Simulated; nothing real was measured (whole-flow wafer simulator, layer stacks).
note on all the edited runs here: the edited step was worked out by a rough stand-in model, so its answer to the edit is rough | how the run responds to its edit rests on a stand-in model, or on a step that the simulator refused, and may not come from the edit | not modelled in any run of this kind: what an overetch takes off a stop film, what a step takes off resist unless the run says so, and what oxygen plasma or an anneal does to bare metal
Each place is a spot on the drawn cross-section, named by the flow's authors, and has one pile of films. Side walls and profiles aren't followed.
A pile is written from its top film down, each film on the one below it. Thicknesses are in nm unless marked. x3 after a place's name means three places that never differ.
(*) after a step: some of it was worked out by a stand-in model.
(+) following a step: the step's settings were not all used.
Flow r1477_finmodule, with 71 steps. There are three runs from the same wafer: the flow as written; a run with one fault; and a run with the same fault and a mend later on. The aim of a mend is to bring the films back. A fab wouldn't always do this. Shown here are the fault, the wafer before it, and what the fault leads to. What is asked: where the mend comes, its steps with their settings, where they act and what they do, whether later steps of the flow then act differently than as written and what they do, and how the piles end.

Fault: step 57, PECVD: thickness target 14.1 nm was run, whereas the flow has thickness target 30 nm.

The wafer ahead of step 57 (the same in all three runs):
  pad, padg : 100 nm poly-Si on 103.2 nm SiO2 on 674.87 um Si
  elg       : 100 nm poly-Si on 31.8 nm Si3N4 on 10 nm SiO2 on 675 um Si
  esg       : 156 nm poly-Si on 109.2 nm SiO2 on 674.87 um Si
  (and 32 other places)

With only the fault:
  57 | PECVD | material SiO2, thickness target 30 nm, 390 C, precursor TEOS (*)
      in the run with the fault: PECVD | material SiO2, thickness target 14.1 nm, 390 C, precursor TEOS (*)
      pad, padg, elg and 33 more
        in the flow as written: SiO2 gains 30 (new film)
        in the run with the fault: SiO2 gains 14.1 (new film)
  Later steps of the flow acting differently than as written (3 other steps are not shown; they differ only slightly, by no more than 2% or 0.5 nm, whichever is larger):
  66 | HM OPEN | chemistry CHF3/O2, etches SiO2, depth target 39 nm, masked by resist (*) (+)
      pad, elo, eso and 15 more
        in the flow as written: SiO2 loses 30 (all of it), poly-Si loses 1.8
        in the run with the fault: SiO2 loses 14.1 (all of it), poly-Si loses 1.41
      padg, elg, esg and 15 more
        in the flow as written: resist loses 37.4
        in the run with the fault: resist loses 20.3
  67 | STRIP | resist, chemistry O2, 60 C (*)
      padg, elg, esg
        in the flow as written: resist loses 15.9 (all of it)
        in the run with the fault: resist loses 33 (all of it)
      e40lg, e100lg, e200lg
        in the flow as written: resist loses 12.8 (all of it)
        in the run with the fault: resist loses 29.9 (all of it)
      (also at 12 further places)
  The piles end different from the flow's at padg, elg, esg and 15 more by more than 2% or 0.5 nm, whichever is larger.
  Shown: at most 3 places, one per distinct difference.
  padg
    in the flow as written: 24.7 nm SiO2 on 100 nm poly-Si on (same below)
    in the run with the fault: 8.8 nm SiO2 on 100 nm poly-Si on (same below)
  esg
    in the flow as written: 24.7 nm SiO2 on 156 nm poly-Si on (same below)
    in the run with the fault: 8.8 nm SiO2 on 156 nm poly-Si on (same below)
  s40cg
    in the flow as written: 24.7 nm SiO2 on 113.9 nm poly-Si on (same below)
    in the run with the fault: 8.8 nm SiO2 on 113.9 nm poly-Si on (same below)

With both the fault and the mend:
  The mend stands after step 64.
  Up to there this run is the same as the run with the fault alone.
  64a | STRIP | resist, chemistry O2, 60 C
      padg, elg, esg
        resist loses 70 (all of it)
      e40lg, e100lg, e200lg
        resist loses 66.9 (all of it)
      s40sg, s45sg
        resist loses 91 (all of it)
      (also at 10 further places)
  64b | PECVD | material SiO2, thickness target 15.9 nm, 390 C, precursor TEOS (*) (the flow's step 57 again, with other settings)
      pad, padg, elg and 33 more
        SiO2 gains 15.9
  64c | COAT | resist, thickness 70 nm (*) (the flow's step 60 again)
      e40lg, e100lg, e200lg, elo, e40lo, e100lo, e200lo
        resist gains 66.9 (new film)
      pad, padg, elg, esg
        resist gains 70 (new film)
      s40sg, s45sg, s40so, s45so
        resist gains 91 (new film)
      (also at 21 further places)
  64d | SOFTBAKE | 180 C, 180 s (*) (the flow's step 61 again)
      leaves every film unchanged at each place that is followed
  64e | EXPOSE | resist, photomask GATE (the flow's step 62 again)
      leaves every film unchanged at each place that is followed
  64f | DEVELOP (*) (the flow's step 63 again)
      elo, e40lo, e100lo, e200lo
        resist loses 66.9 (all of it)
      eso, e40so
        resist loses 129.5 (all of it)
      s40so, s45so
        resist loses 91 (all of it)
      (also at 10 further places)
  Every later step of the flow that is run acts as written at every place that is followed.
  By the end, the piles equal the flow's at every place that both follow.
